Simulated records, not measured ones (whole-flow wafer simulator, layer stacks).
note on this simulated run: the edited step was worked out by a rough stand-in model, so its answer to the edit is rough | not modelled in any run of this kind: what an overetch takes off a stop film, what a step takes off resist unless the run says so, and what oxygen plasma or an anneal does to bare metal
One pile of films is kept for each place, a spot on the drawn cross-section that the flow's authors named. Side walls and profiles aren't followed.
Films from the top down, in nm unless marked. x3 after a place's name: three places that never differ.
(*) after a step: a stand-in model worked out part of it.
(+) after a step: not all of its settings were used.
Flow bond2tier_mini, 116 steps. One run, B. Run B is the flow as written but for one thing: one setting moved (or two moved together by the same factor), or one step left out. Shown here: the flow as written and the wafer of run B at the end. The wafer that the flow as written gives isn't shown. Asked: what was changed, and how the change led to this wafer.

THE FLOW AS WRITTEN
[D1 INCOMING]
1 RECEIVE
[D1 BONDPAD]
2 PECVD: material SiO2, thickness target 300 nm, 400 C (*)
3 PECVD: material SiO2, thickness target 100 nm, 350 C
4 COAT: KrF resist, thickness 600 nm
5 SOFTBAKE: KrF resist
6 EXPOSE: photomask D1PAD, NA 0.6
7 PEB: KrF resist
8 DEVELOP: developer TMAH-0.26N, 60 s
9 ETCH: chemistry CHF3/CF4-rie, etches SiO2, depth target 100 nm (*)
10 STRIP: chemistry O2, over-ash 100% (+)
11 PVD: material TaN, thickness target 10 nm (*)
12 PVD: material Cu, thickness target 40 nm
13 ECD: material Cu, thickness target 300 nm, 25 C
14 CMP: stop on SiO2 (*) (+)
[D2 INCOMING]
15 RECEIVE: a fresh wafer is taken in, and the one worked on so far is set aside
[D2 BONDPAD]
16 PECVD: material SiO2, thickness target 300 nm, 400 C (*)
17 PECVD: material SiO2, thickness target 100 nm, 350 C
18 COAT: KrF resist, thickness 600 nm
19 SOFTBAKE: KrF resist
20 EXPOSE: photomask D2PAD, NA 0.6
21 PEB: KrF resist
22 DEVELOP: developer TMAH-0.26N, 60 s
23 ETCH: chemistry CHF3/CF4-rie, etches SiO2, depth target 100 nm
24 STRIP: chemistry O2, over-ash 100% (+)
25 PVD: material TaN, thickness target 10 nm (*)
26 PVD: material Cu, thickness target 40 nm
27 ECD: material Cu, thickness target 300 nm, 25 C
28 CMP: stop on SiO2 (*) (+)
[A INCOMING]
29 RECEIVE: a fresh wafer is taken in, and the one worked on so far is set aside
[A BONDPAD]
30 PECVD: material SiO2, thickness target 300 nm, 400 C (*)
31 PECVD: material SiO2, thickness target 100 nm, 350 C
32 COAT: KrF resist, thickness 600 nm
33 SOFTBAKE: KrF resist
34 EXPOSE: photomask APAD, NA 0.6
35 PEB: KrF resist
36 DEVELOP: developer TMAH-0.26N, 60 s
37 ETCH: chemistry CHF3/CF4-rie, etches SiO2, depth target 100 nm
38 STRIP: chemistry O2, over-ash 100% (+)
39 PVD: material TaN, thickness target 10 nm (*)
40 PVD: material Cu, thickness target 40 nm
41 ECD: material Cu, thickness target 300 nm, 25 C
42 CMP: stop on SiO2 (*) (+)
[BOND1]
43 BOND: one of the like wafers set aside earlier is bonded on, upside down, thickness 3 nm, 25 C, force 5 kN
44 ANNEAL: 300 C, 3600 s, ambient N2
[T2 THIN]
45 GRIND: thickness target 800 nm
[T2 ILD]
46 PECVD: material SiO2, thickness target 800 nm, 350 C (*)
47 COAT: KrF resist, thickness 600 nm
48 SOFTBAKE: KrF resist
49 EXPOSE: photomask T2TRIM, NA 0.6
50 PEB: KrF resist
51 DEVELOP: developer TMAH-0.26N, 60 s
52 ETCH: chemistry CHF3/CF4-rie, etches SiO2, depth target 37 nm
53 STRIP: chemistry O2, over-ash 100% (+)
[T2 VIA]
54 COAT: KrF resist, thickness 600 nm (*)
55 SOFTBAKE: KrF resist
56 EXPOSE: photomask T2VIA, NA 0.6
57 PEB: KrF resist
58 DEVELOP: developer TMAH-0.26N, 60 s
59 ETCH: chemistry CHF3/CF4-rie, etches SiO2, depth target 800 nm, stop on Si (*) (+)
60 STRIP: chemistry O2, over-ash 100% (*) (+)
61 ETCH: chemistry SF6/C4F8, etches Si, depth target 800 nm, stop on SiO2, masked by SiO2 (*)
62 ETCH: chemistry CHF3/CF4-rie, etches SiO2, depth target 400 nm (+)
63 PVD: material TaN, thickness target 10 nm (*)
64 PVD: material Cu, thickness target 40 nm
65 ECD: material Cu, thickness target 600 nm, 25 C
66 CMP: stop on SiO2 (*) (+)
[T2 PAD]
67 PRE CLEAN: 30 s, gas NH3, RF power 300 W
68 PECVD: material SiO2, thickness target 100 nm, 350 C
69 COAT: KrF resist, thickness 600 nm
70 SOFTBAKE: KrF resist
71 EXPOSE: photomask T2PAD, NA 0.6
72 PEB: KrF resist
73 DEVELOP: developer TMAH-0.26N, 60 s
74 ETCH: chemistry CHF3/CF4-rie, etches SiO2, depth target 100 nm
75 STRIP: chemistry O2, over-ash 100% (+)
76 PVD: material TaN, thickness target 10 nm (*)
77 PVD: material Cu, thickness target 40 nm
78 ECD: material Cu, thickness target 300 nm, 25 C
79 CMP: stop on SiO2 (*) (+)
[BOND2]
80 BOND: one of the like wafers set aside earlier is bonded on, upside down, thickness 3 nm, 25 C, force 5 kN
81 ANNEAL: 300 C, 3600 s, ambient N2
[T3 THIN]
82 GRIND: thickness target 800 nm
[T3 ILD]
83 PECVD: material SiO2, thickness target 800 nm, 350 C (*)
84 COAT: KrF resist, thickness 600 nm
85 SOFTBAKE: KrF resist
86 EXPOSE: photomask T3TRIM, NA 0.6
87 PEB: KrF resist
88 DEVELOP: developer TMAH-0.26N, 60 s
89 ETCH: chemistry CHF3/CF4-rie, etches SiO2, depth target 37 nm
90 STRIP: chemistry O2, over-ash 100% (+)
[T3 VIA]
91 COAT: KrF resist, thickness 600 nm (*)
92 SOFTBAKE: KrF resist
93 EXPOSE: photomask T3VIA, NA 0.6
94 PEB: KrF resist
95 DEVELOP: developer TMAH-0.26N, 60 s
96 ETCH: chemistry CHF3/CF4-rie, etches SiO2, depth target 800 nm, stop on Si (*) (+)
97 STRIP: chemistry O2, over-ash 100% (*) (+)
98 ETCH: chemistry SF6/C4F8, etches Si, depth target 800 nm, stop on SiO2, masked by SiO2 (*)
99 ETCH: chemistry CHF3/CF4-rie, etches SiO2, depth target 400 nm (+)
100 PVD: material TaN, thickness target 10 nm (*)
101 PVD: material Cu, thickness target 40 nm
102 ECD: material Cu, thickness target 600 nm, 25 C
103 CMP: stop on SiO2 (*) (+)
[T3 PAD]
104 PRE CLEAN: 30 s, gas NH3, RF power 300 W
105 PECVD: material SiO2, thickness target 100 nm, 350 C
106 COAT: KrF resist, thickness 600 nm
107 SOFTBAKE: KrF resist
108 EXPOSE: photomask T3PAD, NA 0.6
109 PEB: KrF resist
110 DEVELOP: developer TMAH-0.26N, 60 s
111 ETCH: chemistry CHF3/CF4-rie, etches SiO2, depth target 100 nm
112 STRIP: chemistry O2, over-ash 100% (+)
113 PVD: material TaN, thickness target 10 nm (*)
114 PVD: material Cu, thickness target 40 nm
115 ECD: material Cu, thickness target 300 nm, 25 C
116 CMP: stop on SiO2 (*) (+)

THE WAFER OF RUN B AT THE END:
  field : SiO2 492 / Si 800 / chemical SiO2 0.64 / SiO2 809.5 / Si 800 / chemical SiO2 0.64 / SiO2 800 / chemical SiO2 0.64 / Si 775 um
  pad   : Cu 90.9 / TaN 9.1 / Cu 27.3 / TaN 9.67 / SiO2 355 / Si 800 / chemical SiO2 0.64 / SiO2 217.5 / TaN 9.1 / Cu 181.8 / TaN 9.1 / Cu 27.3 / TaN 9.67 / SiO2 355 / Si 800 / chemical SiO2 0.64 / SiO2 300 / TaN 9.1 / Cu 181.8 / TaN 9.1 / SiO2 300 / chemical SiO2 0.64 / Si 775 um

The cause: step 16, PECVD: thickness target 217.5 nm was run, where the flow has thickness target 300 nm.
It can be read off the wafer: pad has SiO2 217.5, and step 16 as written asks for 300 nm.

How the change led to this, step by step:
  16 PECVD: material SiO2, thickness target 300 nm, 400 C (*)
      field, pad, via: SiO2 +217.5 (new film) (as written it would be: SiO2 +300 (new film))
  80 BOND: one of the like wafers set aside earlier is bonded on, upside down, thickness 3 nm, 25 C, force 5 kN
      field: Si +775 um (new film), chemical SiO2 +0.64 (new film), SiO2 +317.5 (as written it would be: Si +775 um (new film), chemical SiO2 +0.64 (new film), SiO2 +400)
      pad: Si +775 um (new film), chemical SiO2 +0.64 (new film), SiO2 +217.5 (new film), TaN +9.1 (new film), Cu +90.9 (as written it would be: Si +775 um (new film), chemical SiO2 +0.64 (new film), SiO2 +300 (new film), TaN +9.1 (new film), Cu +90.9)
